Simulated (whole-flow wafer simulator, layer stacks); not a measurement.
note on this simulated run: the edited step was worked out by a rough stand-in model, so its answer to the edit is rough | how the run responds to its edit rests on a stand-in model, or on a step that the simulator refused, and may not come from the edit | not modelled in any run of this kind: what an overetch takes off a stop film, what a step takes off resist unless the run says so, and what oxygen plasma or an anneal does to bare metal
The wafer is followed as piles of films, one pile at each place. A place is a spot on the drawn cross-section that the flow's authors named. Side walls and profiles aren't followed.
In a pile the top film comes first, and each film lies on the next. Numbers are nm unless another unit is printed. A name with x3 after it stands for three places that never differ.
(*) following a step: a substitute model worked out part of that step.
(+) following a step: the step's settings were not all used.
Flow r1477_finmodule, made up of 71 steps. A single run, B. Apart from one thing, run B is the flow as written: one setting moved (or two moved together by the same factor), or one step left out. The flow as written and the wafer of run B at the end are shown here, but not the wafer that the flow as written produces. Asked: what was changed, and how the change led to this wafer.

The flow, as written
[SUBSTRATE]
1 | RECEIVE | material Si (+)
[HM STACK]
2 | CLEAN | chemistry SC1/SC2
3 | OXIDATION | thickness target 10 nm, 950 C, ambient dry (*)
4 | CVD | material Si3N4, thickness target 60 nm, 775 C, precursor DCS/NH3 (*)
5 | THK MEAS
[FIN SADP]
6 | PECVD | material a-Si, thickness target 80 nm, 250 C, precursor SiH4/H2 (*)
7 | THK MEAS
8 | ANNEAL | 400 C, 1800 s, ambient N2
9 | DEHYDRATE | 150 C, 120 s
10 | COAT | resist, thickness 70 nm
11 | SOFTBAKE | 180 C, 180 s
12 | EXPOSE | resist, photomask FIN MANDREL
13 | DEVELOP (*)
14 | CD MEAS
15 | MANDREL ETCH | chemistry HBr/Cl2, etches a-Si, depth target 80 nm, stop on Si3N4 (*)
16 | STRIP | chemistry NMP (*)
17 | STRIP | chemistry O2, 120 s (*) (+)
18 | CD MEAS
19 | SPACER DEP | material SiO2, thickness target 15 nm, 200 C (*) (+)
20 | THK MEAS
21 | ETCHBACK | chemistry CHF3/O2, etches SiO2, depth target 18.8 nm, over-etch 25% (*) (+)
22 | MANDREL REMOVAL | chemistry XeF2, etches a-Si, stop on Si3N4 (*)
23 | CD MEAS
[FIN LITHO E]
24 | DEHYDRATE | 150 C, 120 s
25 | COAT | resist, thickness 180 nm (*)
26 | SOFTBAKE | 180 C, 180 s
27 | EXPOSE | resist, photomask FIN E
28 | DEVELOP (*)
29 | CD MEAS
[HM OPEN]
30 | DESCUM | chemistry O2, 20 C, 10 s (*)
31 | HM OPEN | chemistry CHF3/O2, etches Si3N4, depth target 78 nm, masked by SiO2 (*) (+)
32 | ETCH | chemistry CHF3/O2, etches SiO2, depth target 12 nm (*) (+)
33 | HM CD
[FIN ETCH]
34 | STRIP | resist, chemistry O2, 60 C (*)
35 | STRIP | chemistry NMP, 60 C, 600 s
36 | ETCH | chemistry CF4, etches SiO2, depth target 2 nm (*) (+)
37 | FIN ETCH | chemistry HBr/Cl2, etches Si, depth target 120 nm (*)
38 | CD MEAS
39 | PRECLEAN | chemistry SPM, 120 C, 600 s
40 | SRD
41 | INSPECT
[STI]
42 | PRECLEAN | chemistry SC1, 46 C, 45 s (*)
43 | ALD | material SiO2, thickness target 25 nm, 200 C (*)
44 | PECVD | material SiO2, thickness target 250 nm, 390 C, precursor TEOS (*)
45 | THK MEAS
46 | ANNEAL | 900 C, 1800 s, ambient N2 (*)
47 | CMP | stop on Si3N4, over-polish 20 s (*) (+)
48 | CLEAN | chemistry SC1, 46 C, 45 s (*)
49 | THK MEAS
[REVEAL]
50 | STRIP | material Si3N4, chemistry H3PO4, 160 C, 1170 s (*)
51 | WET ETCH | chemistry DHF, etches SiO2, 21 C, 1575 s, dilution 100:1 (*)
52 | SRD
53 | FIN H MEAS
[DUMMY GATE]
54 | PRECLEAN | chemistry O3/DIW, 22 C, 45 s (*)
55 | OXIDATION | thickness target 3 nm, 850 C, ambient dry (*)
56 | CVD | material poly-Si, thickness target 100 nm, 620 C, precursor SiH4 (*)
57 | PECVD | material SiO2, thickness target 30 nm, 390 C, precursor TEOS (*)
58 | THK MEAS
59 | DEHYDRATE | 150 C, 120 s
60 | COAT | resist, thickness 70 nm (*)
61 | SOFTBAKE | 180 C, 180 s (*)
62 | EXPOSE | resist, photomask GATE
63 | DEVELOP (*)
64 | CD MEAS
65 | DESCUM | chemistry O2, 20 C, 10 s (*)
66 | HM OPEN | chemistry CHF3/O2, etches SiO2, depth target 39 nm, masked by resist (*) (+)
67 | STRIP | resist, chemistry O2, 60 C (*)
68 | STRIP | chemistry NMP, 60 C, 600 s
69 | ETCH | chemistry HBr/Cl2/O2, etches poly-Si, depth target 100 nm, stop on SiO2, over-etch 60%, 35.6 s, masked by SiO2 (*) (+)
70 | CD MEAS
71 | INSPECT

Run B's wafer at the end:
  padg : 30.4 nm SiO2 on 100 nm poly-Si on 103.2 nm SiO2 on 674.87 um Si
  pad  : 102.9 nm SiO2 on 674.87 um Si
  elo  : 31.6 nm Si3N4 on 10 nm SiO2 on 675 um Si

The reason: step 57, PECVD: thickness target 35.7 nm was run, though the flow has thickness target 30 nm.

How this came from the change, step by step:
  57 | PECVD | material SiO2, thickness target 30 nm, 390 C, precursor TEOS (*)
      pad, padg, elg and 33 more: SiO2 gains 35.7 (new film) (it would be, as written: SiO2 gains 30 (new film))
  66 | HM OPEN | chemistry CHF3/O2, etches SiO2, depth target 39 nm, masked by resist (*) (+)
      pad, elo, eso and 15 more: SiO2 loses 35.7 (all of it), poly-Si loses 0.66 (it would be, as written: SiO2 loses 30 (all of it), poly-Si loses 1.8)
